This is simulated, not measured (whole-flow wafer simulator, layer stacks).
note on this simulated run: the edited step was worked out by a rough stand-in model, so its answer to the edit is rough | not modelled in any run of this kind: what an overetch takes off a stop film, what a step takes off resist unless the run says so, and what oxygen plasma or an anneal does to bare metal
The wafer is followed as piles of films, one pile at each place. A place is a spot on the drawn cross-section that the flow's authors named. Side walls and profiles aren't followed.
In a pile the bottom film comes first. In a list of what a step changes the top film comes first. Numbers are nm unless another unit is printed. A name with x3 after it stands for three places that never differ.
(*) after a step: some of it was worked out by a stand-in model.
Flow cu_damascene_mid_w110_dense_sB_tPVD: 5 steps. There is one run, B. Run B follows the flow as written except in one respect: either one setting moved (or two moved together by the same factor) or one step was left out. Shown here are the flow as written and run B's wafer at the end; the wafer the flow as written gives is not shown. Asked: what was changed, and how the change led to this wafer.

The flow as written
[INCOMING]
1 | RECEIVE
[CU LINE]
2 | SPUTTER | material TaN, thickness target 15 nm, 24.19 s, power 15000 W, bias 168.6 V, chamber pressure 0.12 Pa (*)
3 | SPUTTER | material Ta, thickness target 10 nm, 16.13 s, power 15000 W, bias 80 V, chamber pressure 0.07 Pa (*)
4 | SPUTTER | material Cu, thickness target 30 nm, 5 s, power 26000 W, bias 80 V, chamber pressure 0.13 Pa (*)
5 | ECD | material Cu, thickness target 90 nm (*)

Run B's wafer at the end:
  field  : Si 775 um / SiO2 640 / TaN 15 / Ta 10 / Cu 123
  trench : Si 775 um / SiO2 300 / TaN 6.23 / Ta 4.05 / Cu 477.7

Cause: step 4, SPUTTER: thickness target 33 nm was run, though the flow has thickness target 30 nm; step 4, SPUTTER: 5.5 s was run, where the flow has 5 s.

How this came from the change, step by step:
  4 | SPUTTER | material Cu, thickness target 30 nm, 5 s, power 26000 W, bias 80 V, chamber pressure 0.13 Pa (*)
      field: Cu gains 33 (new film) (as written it would have been: Cu gains 30 (new film))
      trench: Cu gains 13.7 (new film) (as written it would have been: Cu gains 12.5 (new film))
